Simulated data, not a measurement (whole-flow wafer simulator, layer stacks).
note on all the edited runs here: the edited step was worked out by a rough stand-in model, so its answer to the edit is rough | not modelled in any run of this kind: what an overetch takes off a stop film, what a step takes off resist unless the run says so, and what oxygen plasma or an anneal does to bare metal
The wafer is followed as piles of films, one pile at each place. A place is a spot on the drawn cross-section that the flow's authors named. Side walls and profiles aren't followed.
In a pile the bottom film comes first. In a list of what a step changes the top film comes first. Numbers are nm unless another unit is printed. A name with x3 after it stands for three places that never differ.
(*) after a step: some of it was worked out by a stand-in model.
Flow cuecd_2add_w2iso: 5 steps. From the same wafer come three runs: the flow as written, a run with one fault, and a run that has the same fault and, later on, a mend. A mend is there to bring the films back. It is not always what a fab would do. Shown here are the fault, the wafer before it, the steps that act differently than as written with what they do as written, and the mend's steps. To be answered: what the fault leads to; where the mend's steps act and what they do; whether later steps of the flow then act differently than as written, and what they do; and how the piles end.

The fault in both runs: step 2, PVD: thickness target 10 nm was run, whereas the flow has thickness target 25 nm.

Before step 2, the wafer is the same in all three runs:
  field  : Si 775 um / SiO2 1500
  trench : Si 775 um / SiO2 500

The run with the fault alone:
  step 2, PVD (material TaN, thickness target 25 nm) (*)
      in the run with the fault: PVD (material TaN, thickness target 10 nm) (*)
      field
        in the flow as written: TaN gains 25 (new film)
        in the run with the fault: TaN gains 10 (new film)
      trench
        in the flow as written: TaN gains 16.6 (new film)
        in the run with the fault: TaN gains 6.64 (new film)
  None of the later steps of the flow differs from how it acts as written, at any place that is followed, by more than 2% or 0.5 nm, whichever is larger.
  By the end, the piles at field, trench depart from the flow's by more than 2% or 0.5 nm, whichever is larger.
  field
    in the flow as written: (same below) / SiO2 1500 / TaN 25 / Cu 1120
    in the run with the fault: (same below) / SiO2 1500 / TaN 10 / Cu 1120
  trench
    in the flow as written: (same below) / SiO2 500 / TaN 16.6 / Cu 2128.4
    in the run with the fault: (same below) / SiO2 500 / TaN 6.64 / Cu 2123.4

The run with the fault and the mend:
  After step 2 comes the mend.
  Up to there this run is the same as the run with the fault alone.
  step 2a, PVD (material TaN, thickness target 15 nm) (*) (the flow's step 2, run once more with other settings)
      field
        TaN gains 15
      trench
        TaN gains 9.92
  None of the later steps of the flow acts differently than as written at any place that is followed.
  At every place that both follow, the piles at the end match the flow's.
